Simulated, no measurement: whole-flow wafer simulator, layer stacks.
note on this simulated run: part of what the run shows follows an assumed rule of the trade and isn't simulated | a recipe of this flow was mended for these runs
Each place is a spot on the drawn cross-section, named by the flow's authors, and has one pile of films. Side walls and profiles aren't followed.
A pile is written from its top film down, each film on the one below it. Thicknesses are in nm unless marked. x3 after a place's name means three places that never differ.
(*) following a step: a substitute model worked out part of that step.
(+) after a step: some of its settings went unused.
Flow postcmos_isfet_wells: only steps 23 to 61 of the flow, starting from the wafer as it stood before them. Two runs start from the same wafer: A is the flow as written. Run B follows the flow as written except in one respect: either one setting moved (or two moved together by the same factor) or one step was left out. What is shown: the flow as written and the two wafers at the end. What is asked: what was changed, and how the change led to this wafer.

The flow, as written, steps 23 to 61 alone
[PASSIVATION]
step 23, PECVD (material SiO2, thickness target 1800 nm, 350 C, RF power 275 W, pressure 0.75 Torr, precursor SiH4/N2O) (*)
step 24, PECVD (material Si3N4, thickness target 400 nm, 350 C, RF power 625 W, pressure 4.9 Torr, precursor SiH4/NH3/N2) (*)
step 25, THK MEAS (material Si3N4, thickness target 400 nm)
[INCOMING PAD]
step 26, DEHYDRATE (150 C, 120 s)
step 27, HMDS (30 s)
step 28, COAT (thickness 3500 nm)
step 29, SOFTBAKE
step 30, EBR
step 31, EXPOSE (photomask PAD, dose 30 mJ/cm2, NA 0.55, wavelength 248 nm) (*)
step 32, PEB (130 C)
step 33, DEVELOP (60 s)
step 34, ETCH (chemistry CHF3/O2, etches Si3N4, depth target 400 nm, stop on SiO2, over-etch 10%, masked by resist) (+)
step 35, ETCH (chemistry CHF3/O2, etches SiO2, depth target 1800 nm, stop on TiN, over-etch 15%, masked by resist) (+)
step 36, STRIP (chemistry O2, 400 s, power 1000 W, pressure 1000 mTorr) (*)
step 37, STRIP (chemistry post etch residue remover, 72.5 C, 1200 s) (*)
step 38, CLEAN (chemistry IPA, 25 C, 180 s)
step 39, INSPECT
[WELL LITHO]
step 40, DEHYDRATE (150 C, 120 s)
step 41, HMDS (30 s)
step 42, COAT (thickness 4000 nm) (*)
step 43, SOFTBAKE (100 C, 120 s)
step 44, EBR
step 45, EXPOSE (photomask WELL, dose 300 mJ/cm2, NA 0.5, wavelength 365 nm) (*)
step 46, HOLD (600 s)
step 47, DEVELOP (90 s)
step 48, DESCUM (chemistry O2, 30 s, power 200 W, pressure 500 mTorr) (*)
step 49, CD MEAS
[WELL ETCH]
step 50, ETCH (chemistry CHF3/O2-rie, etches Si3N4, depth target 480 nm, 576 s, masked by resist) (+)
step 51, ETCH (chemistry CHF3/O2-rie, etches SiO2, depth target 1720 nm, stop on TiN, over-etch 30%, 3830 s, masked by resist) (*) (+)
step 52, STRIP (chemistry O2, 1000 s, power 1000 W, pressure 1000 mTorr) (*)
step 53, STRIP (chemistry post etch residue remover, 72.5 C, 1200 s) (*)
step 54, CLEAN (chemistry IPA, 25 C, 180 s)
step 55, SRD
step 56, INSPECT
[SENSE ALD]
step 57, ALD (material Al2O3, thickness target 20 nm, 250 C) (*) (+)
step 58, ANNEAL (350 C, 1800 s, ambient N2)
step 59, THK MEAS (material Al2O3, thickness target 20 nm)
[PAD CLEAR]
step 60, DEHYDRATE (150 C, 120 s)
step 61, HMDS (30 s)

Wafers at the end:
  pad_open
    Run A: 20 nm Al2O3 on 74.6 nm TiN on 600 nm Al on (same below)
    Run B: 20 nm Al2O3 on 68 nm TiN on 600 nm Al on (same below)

What caused this: step 34, ETCH: depth target 544 nm was run, while the flow as written has depth target 400 nm.

How this came from the change, step by step:
  step 34, ETCH (chemistry CHF3/O2, etches Si3N4, depth target 400 nm, stop on SiO2, over-etch 10%, masked by resist) (+)
      field, margin x2, well900 x4, pad_clr: A -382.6 thick-KrF-resist | B -520.3 thick-KrF-resist
      pad_open: A -400 Si3N4 (all of it), -20 SiO2 | B -400 Si3N4 (all of it), -99.2 SiO2
  step 35, ETCH (chemistry CHF3/O2, etches SiO2, depth target 1800 nm, stop on TiN, over-etch 15%, masked by resist) (+)
      field, margin x2, well900 x4, pad_clr: A -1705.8 thick-KrF-resist | B -1629.9 thick-KrF-resist
      pad_open: A -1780 SiO2 (all of it), -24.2 TiN | B -1700.8 SiO2 (all of it), -30.8 TiN
  step 36, STRIP (chemistry O2, 400 s, power 1000 W, pressure 1000 mTorr) (*)
      field, margin x2, well900 x4, pad_clr: A -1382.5 thick-KrF-resist (all of it) | B -1320.7 thick-KrF-resist (all of it)
